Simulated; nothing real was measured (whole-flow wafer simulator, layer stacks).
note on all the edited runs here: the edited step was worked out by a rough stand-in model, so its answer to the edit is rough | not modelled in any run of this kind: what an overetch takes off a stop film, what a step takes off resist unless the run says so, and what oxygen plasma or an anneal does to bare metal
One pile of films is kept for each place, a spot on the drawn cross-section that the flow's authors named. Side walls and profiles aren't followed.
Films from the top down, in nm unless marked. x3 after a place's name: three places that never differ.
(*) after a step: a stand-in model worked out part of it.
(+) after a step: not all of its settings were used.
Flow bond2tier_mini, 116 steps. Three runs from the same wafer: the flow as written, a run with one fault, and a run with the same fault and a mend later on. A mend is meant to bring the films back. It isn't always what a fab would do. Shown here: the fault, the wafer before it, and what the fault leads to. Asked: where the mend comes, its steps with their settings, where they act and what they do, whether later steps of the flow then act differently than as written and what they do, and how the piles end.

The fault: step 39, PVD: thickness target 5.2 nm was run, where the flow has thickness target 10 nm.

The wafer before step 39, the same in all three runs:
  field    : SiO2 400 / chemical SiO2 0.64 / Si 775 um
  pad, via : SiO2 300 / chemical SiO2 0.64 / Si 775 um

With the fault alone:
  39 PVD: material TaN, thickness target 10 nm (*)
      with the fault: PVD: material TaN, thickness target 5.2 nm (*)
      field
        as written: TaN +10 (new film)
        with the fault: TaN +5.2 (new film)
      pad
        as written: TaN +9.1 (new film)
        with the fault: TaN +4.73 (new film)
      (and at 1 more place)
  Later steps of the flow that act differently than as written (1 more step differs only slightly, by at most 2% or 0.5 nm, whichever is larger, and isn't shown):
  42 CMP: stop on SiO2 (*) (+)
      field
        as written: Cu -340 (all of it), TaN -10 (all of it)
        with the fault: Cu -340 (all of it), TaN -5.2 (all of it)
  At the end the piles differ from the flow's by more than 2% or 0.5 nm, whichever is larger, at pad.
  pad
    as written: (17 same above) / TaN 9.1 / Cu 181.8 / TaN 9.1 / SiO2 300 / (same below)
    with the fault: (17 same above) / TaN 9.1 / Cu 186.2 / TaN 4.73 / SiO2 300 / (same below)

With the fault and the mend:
  The mend comes after step 39.
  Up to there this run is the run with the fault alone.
  39a PVD: material TaN, thickness target 4.8 nm (*) (the flow's step 39 once more, with other settings)
      field
        TaN +4.8
      pad
        TaN +4.37
      via
        TaN +4.79
  No later step of the flow acts differently than as written at any place that is followed.
  At the end the piles are the same as the flow's at every place that both follow.
